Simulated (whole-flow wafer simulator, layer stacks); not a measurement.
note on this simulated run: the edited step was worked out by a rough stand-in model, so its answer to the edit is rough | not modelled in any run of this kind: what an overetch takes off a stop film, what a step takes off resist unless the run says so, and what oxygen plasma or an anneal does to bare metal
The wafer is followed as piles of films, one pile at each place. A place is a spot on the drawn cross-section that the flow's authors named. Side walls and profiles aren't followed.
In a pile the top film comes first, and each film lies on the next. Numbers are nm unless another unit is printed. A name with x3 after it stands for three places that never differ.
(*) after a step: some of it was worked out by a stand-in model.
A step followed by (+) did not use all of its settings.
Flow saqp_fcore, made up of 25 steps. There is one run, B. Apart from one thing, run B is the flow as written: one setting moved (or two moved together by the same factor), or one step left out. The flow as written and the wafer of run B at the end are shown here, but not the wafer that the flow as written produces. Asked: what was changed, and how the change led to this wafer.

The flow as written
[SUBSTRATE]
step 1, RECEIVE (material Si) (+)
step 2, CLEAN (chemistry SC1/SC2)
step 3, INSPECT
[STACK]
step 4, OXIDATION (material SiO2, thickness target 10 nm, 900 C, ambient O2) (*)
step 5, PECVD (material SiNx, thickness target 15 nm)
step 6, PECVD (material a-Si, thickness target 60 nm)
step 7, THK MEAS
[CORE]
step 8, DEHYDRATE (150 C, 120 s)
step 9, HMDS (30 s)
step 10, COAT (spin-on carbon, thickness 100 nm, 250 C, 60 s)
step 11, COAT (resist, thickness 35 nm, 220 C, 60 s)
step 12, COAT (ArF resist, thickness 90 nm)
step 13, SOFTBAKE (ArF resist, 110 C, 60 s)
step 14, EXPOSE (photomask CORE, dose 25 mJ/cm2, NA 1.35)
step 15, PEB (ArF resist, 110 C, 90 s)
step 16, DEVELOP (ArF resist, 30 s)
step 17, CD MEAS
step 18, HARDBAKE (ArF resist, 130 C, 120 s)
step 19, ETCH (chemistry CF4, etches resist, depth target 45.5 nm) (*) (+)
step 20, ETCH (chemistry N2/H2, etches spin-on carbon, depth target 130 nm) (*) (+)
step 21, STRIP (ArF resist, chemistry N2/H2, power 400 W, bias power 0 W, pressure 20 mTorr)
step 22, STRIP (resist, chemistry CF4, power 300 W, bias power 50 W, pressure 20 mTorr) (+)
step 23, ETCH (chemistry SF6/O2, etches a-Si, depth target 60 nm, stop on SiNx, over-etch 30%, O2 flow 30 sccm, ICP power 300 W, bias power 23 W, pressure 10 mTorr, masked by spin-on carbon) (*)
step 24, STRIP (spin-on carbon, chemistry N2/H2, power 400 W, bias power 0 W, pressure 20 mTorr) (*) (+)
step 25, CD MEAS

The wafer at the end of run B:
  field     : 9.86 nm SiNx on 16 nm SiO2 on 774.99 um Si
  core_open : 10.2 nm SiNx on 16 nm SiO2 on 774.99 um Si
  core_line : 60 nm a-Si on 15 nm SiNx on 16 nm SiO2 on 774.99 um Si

What caused this: step 4, OXIDATION: thickness target 16 nm was run, though the flow has thickness target 10 nm.
One can read it off the wafer: field has SiO2 16, and step 4 as written asks for 10 nm.

How this came from the change, step by step:
  step 4, OXIDATION (material SiO2, thickness target 10 nm, 900 C, ambient O2) (*)
      field, core_open, core_line: +16 SiO2 (new film), -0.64 chemical SiO2 (all of it), -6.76 Si (it would be, as written: +10 SiO2 (new film), -0.64 chemical SiO2 (all of it), -4.12 Si)
